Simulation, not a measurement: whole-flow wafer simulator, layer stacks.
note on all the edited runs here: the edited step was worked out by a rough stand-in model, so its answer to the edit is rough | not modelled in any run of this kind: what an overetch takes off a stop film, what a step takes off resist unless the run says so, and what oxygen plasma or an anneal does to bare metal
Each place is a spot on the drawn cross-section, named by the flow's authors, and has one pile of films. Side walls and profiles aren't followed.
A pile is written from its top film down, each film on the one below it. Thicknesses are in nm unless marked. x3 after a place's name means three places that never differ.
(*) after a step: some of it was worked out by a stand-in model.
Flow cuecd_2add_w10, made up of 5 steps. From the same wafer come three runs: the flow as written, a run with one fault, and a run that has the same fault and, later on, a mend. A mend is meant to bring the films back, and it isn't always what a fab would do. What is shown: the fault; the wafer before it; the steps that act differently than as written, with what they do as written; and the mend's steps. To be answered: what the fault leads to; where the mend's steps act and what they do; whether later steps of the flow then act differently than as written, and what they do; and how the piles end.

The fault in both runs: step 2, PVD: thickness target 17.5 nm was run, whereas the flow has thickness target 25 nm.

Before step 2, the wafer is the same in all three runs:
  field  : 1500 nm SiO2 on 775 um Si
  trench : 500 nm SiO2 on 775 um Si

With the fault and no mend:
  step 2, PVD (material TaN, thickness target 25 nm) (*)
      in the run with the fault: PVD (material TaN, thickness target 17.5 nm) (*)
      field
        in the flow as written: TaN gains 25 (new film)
        in the run with the fault: TaN gains 17.5 (new film)
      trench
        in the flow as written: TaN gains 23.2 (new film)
        in the run with the fault: TaN gains 16.2 (new film)
  None of the later steps of the flow acts differently than as written at any place that is followed.
  The piles end different from the flow's at field, trench by more than 2% or 0.5 nm, whichever is larger.
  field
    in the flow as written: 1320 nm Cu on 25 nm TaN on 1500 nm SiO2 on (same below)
    in the run with the fault: 1320 nm Cu on 17.5 nm TaN on 1500 nm SiO2 on (same below)
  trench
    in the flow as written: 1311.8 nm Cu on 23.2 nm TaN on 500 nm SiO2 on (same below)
    in the run with the fault: 1311.8 nm Cu on 16.2 nm TaN on 500 nm SiO2 on (same below)

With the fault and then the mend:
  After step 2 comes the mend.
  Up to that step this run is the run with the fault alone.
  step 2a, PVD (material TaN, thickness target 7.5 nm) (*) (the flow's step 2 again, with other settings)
      field
        TaN gains 7.5
      trench
        TaN gains 6.95
  None of the later steps of the flow acts differently than as written at any place that is followed.
  By the end, the piles equal the flow's at every place that both follow.
